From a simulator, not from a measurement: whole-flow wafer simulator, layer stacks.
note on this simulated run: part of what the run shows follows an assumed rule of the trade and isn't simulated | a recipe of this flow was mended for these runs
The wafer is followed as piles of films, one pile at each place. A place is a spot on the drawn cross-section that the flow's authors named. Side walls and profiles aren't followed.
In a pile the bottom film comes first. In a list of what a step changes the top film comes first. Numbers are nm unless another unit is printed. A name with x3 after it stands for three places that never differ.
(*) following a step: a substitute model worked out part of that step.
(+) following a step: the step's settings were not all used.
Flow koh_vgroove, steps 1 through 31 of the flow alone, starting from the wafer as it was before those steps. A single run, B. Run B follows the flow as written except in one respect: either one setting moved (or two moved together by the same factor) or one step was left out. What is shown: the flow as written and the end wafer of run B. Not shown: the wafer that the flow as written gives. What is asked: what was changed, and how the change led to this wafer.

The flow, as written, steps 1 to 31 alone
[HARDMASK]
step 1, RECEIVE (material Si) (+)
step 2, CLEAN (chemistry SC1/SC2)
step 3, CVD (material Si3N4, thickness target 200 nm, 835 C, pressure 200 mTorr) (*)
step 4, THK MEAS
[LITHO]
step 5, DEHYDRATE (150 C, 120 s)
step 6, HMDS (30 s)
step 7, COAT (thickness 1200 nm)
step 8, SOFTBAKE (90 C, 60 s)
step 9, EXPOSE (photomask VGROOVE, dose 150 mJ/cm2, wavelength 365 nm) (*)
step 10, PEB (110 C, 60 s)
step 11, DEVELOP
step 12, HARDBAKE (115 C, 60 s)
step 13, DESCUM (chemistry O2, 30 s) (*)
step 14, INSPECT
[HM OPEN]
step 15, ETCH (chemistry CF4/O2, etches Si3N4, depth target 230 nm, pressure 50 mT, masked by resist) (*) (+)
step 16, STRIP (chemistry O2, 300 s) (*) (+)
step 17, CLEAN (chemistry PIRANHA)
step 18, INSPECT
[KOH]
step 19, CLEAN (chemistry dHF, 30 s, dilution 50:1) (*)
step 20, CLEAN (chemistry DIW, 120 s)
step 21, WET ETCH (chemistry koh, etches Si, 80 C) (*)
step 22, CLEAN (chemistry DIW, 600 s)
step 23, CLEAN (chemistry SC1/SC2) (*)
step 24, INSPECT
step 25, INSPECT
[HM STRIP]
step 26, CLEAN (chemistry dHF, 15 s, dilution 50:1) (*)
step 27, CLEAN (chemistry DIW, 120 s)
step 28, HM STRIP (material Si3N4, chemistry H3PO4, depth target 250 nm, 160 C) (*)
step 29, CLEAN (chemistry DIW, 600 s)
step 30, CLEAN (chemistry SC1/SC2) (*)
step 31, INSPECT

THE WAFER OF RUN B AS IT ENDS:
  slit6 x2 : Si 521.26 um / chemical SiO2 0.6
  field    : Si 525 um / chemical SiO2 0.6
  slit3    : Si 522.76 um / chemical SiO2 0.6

The reason: step 3, CVD: thickness target 228.5 nm was run, though the flow has thickness target 200 nm.

The path from the change to this, step by step:
  step 3, CVD (material Si3N4, thickness target 200 nm, 835 C, pressure 200 mTorr) (*)
      field, slit3, slit2, slit6 x2: +228.5 Si3N4 (new film) (as written it would have been: +200 Si3N4 (new film))
  step 15, ETCH (chemistry CF4/O2, etches Si3N4, depth target 230 nm, pressure 50 mT, masked by resist) (*) (+)
      slit3, slit2, slit6 x2: -228.5 Si3N4 (all of it), -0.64 chemical SiO2 (all of it), -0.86 Si (as written it would have been: -200 Si3N4 (all of it), -0.64 chemical SiO2 (all of it), -29.4 Si)
  step 28, HM STRIP (material Si3N4, chemistry H3PO4, depth target 250 nm, 160 C) (*)
      field: -227.2 Si3N4 (all of it), -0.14 chemical SiO2, -1.33 Si (as written it would have been: -198.7 Si3N4 (all of it), -0.14 chemical SiO2, -2.75 Si)
